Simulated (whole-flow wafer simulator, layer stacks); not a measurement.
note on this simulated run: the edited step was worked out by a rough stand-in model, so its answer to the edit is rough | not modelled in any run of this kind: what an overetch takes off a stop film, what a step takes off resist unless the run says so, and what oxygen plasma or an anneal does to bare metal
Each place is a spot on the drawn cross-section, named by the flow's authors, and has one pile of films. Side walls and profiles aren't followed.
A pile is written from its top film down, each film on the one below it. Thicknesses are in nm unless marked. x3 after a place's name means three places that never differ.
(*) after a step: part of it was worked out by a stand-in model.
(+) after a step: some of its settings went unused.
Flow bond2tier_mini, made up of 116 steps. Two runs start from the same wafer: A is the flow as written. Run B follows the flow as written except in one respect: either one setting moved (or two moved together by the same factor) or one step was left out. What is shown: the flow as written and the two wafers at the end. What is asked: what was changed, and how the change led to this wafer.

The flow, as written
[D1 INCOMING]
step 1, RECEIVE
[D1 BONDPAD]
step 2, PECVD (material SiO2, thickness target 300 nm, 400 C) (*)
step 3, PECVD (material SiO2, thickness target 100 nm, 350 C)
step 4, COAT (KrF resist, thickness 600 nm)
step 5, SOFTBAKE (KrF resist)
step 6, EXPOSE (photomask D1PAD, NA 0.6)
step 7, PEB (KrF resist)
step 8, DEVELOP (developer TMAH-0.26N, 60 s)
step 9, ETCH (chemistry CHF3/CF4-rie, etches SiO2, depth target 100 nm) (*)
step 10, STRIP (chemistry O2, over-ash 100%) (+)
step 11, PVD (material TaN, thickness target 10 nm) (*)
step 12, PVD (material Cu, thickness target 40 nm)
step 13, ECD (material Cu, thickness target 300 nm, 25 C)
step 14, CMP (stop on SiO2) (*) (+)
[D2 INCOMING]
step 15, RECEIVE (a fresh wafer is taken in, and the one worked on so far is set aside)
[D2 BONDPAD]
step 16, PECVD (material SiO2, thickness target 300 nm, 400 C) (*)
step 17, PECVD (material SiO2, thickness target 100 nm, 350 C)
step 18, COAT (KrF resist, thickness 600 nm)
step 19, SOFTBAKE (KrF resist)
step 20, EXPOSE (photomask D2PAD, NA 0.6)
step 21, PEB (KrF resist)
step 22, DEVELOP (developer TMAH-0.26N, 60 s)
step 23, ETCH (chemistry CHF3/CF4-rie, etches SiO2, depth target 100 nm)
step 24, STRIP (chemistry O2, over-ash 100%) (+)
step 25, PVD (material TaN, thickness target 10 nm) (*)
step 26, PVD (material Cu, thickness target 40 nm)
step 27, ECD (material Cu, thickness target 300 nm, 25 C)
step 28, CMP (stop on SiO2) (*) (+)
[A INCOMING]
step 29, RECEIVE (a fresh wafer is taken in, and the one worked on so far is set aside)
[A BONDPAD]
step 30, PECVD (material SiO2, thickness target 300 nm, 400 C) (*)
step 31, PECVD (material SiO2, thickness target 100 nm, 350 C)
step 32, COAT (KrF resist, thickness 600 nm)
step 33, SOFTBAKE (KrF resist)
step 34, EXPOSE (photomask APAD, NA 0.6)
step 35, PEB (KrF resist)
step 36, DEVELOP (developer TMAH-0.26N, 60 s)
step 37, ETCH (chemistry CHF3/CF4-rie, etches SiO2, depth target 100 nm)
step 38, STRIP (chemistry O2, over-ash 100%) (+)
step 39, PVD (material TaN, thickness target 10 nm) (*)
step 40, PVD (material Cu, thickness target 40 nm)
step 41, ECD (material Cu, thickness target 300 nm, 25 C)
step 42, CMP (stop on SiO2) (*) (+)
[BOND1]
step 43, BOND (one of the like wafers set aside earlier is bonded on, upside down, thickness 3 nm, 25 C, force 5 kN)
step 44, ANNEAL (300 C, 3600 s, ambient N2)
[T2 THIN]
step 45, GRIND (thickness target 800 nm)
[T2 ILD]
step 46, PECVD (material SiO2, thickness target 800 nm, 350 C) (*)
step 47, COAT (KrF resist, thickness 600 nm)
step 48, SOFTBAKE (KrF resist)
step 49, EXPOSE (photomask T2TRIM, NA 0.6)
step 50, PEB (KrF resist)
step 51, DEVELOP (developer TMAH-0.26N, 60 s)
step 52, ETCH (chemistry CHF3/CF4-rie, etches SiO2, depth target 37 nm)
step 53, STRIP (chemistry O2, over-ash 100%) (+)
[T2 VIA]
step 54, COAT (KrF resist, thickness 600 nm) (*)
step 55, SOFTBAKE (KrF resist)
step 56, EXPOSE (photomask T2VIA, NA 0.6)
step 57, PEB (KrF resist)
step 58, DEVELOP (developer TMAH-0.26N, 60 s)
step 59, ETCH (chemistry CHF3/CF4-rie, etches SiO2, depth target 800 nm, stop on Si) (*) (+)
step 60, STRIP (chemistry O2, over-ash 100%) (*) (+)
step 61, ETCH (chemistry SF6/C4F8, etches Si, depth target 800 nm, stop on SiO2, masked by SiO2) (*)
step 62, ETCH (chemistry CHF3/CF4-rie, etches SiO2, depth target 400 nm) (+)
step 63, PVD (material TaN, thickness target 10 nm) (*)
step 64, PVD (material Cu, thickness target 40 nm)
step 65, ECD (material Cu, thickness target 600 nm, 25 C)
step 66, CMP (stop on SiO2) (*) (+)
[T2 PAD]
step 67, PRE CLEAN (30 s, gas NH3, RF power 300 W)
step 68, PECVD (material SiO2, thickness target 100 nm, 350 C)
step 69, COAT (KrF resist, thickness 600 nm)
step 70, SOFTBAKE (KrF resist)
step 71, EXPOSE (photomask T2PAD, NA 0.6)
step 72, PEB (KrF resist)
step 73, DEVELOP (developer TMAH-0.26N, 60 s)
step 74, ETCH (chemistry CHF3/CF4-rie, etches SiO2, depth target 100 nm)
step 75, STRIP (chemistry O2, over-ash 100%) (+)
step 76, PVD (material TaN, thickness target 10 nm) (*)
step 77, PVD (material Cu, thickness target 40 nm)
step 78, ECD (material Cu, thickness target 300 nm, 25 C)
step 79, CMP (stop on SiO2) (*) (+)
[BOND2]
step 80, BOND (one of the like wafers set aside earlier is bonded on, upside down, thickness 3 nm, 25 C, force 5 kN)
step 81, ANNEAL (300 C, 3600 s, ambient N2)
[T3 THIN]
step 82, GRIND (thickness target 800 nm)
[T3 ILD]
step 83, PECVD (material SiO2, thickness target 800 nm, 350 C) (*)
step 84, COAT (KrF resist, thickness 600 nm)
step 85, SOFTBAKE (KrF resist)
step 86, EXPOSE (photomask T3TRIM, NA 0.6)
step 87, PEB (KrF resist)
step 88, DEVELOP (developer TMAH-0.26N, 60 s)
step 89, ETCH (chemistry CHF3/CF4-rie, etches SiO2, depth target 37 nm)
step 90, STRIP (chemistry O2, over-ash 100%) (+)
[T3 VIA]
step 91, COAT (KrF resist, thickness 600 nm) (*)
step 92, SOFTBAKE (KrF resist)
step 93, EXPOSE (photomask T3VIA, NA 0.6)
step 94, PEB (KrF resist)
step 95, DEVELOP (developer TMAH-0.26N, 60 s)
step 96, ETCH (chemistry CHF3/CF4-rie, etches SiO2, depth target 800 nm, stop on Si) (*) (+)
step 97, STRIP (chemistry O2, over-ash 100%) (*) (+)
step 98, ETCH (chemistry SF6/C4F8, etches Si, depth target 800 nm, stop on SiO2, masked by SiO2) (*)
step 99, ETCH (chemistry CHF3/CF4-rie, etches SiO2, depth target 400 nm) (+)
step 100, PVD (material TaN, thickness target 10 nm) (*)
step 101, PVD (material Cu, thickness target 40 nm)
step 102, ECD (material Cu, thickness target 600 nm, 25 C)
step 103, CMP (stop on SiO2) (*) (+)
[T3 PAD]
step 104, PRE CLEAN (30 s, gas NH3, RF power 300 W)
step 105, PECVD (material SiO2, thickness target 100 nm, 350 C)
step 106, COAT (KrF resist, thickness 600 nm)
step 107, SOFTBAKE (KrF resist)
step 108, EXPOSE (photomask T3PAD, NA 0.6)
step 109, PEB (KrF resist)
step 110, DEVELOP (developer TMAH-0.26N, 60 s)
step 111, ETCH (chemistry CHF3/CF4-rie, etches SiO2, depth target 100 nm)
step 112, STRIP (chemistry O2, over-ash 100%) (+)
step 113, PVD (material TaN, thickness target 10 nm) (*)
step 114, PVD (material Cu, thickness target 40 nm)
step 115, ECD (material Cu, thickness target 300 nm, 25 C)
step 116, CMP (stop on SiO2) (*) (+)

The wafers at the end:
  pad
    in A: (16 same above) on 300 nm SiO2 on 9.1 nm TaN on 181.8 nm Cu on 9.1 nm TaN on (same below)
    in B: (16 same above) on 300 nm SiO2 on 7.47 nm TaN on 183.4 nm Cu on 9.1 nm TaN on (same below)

What caused this: step 11, PVD: thickness target 8.2 nm was run, though the flow has thickness target 10 nm.

Step by step, how the change led to this:
  step 11, PVD (material TaN, thickness target 10 nm) (*)
      field: A TaN gains 10 (new film) | B TaN gains 8.2 (new film)
      pad: A TaN gains 9.1 (new film) | B TaN gains 7.47 (new film)
      (also at 1 further place)
  step 14, CMP (stop on SiO2) (*) (+)
      field: A Cu loses 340 (all of it), TaN loses 10 (all of it) | B Cu loses 340 (all of it), TaN loses 8.2 (all of it)
  step 43, BOND (one of the like wafers set aside earlier is bonded on, upside down, thickness 3 nm, 25 C, force 5 kN)
      pad: A Si gains 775 um (new film), chemical SiO2 gains 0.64 (new film), SiO2 gains 300 (new film), TaN gains 9.1 (new film), Cu gains 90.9 | B Si gains 775 um (new film), chemical SiO2 gains 0.64 (new film), SiO2 gains 300 (new film), TaN gains 7.47 (new film), Cu gains 92.5
      via: A Si gains 775 um (new film), chemical SiO2 gains 0.64 (new film), SiO2 gains 300 (new film), TaN gains 9.97 (new film), Cu gains 90 | B Si gains 775 um (new film), chemical SiO2 gains 0.64 (new film), SiO2 gains 300 (new film), TaN gains 8.18 (new film), Cu gains 91.8
